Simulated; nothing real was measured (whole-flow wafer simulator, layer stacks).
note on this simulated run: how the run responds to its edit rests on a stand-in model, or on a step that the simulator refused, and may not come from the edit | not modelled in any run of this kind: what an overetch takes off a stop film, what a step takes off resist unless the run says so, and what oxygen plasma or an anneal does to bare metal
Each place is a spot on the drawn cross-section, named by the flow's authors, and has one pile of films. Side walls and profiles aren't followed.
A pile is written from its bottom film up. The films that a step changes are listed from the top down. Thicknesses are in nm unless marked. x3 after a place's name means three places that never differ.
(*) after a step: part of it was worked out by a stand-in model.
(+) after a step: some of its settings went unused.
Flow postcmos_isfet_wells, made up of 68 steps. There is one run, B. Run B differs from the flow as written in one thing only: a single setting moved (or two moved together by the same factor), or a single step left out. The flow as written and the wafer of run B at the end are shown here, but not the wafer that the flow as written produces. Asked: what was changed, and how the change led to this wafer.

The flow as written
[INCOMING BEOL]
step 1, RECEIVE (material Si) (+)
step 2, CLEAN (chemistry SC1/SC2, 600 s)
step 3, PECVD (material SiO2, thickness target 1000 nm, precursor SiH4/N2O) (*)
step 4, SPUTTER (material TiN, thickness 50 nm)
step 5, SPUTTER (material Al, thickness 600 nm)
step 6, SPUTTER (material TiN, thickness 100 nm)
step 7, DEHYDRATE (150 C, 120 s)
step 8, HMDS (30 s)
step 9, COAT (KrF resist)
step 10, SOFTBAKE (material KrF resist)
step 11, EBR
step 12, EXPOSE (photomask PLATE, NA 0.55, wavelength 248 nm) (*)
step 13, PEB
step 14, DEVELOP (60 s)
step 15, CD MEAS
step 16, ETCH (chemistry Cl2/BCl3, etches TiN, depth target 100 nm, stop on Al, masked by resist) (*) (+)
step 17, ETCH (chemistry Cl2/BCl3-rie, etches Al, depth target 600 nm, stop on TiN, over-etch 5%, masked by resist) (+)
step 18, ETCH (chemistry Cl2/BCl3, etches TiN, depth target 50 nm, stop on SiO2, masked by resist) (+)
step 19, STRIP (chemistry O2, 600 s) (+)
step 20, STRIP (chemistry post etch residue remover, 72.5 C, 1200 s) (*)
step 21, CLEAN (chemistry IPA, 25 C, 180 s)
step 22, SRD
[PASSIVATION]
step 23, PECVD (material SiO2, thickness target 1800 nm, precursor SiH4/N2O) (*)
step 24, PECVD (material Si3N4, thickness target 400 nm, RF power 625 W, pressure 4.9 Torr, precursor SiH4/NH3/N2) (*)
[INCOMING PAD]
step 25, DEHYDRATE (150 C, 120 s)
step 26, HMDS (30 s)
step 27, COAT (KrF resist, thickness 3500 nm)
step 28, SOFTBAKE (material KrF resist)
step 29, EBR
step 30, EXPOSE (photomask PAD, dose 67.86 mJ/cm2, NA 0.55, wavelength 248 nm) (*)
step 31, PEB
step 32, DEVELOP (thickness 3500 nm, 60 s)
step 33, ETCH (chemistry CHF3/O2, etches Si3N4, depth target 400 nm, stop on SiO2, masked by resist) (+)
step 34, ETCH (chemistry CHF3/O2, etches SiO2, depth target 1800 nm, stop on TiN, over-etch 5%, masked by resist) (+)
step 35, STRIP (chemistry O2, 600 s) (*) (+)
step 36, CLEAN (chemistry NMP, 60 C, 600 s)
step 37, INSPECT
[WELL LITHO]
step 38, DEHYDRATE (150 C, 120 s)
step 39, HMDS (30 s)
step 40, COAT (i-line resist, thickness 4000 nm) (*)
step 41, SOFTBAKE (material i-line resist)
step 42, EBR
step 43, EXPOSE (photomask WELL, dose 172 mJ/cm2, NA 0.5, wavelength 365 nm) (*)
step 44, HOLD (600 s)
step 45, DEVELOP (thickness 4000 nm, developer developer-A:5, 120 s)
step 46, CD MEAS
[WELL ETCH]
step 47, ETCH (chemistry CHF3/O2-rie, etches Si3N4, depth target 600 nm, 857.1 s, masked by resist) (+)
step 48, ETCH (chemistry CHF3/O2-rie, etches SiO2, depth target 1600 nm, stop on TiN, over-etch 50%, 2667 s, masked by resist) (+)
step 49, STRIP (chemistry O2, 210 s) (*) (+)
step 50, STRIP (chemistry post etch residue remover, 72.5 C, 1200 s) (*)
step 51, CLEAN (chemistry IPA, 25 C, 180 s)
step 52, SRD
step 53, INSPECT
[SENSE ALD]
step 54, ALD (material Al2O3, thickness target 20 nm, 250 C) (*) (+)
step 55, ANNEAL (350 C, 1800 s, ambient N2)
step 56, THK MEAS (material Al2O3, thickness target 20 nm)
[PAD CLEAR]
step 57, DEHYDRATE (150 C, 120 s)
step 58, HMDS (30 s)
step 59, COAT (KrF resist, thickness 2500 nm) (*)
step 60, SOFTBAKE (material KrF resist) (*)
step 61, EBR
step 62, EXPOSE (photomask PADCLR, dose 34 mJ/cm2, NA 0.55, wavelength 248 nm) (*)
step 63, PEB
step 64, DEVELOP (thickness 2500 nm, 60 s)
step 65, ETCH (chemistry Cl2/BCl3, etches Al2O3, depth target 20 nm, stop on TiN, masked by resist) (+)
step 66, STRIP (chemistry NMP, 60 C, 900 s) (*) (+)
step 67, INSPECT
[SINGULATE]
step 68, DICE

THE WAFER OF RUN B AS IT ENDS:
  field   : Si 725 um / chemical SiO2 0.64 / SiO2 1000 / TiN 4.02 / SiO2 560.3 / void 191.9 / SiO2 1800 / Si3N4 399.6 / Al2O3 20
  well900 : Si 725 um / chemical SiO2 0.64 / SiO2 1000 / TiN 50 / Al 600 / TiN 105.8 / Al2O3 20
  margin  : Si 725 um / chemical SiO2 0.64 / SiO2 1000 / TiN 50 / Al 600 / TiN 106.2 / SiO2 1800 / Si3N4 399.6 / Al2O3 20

Cause: step 6, SPUTTER: thickness 106.6 nm was run, while the flow as written has thickness 100 nm.

How this came from the change, step by step:
  step 6, SPUTTER (material TiN, thickness 100 nm)
      field, margin, well900 and 6 more: +106.6 TiN (new film) (as written it would have been: +100 TiN (new film))
  step 16, ETCH (chemistry Cl2/BCl3, etches TiN, depth target 100 nm, stop on Al, masked by resist) (*) (+)
      field: -100 TiN (as written it would have been: -100 TiN (all of it))
  step 17, ETCH (chemistry Cl2/BCl3-rie, etches Al, depth target 600 nm, stop on TiN, over-etch 5%, masked by resist) (+)
      field: -6.6 TiN (all of it), -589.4 Al (as written it would have been: -600 Al (all of it))
  step 18, ETCH (chemistry Cl2/BCl3, etches TiN, depth target 50 nm, stop on SiO2, masked by resist) (+)
      field: -10.6 Al (all of it), -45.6 TiN (as written it would have been: -50 TiN (all of it))
  step 23, PECVD (material SiO2, thickness target 1800 nm, precursor SiH4/N2O) (*)
      field: +1800 SiO2 (new film), +191.9 void (new film), +560.3 SiO2 (new film) (as written it would have been: +1800 SiO2 (new film), +189.9 void (new film), +559.7 SiO2)
Taking metal films that touch as one body, field has 1 body; the flow as written gives 0 bodies.
